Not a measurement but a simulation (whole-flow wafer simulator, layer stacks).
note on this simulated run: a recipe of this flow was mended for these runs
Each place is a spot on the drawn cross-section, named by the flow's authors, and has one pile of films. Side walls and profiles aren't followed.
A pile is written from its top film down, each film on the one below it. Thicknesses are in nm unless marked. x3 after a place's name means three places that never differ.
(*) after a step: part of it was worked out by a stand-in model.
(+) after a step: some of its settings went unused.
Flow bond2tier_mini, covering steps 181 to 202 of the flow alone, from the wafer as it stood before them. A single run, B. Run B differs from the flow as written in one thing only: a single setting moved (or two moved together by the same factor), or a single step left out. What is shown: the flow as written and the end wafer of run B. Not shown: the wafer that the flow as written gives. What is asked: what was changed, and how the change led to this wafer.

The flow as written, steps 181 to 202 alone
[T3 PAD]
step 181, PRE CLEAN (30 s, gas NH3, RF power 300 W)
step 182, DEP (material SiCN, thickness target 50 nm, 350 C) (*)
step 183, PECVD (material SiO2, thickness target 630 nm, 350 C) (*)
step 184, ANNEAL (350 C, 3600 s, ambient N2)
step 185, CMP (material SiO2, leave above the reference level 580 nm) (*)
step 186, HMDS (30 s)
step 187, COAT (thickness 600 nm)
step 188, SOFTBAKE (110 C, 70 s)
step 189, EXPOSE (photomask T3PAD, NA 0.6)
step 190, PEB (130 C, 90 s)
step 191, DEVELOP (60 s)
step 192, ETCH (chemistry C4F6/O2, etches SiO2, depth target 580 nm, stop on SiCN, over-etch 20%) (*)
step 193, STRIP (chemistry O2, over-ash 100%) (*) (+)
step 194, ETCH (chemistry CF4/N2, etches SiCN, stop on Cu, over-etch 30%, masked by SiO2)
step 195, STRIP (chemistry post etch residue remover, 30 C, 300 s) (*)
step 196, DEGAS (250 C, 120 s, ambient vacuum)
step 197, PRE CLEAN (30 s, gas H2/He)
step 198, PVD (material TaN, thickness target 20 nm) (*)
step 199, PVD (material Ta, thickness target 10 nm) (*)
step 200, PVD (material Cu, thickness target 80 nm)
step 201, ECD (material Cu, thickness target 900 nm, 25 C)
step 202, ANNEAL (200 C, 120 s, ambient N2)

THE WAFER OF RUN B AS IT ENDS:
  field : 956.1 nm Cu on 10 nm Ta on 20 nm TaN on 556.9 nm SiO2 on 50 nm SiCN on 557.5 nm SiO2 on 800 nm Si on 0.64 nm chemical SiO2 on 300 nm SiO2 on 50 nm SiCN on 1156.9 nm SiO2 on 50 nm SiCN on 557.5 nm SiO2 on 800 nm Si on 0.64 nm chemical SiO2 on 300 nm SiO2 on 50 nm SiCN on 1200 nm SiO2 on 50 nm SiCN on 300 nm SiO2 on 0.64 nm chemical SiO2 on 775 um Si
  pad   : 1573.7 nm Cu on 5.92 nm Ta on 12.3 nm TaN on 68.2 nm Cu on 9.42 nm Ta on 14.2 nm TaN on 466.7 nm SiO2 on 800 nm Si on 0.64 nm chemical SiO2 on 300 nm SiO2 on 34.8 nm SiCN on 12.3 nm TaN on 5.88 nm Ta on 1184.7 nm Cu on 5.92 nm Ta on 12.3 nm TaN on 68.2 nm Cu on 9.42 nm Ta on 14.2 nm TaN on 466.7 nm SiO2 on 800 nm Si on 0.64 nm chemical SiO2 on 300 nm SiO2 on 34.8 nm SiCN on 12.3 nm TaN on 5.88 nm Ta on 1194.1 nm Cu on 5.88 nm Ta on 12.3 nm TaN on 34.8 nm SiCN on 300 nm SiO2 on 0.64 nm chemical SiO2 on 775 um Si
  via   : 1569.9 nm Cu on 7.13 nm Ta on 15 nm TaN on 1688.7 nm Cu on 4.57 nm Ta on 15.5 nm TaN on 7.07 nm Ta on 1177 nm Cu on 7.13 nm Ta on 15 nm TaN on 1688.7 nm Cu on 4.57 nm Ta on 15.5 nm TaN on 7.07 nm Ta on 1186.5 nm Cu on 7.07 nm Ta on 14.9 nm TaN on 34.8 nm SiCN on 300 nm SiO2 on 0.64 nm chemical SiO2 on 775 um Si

Cause: step 200, PVD: thickness target 56.1 nm was run, while the flow as written has thickness target 80 nm.

The path from the change to this, step by step:
  step 200, PVD (material Cu, thickness target 80 nm)
      field: +56.1 Cu (new film) (in the flow as written it would be: +80 Cu (new film))
      pad: +34.2 Cu (new film) (in the flow as written it would be: +48.7 Cu (new film))
      (and at 1 other place as well)
